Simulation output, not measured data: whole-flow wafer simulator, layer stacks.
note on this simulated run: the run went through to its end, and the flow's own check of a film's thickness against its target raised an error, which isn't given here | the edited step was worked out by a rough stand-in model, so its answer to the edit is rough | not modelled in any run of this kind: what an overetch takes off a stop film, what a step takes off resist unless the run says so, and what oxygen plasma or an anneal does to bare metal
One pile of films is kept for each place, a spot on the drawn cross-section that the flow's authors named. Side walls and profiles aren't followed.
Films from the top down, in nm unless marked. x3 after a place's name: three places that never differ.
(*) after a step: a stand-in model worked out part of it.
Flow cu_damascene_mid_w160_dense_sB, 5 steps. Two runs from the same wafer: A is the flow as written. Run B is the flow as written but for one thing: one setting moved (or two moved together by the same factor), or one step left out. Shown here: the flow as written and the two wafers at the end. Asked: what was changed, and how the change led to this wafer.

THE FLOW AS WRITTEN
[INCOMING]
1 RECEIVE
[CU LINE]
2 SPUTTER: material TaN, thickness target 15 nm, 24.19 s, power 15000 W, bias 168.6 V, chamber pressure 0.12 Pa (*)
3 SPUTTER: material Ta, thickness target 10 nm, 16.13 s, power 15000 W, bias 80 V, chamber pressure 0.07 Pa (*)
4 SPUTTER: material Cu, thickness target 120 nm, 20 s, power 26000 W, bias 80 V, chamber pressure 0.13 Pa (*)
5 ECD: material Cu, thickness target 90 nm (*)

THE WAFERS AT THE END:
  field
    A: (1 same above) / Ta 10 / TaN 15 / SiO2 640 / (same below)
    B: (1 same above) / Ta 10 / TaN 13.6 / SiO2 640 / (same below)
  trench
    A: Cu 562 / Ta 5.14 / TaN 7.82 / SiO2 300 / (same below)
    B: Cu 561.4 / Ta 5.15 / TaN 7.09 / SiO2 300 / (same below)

The cause: step 2, SPUTTER: thickness target 13.6 nm was run, where the flow has thickness target 15 nm; step 2, SPUTTER: 21.92 s was run, where the flow has 24.19 s.
It can be read off the wafer: field has TaN 13.6, and step 2 as written asks for 15 nm.

How the change led to this, step by step:
  2 SPUTTER: material TaN, thickness target 15 nm, 24.19 s, power 15000 W, bias 168.6 V, chamber pressure 0.12 Pa (*)
      field: A TaN +15 (new film) | B TaN +13.6 (new film)
      trench: A TaN +7.82 (new film) | B TaN +7.09 (new film)
